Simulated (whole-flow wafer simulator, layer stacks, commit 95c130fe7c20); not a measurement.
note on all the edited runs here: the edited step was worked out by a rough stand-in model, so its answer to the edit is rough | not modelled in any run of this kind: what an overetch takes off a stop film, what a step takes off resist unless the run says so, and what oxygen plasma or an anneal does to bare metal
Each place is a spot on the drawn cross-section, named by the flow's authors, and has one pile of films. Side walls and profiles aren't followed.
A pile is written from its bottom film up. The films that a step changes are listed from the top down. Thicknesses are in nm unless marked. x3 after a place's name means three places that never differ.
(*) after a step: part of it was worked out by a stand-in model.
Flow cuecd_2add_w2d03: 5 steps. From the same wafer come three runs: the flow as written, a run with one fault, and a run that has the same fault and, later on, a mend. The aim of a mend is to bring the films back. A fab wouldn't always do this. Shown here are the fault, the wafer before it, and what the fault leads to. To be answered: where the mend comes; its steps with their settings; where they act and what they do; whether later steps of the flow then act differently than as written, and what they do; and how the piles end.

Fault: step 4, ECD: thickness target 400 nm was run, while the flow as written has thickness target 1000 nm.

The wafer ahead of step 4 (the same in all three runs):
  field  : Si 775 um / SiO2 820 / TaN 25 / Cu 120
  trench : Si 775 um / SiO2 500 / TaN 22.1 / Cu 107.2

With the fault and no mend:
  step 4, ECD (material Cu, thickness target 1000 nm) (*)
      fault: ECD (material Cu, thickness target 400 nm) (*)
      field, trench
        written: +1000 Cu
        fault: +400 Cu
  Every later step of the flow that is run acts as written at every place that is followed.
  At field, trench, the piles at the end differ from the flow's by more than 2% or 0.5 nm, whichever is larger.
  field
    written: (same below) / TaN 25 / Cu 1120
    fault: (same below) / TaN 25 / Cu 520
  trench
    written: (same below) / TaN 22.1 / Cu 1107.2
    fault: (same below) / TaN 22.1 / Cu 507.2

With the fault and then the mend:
  The mend stands after step 5.
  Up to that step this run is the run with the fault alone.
  step 5a, ECD (material Cu, thickness target 600 nm) (*) (a further turn of the flow's step 4, with different settings)
      field, trench
        +600 Cu
  Every later step of the flow that is run acts as written at every place that is followed.
  By the end, the piles equal the flow's at every place that both follow.
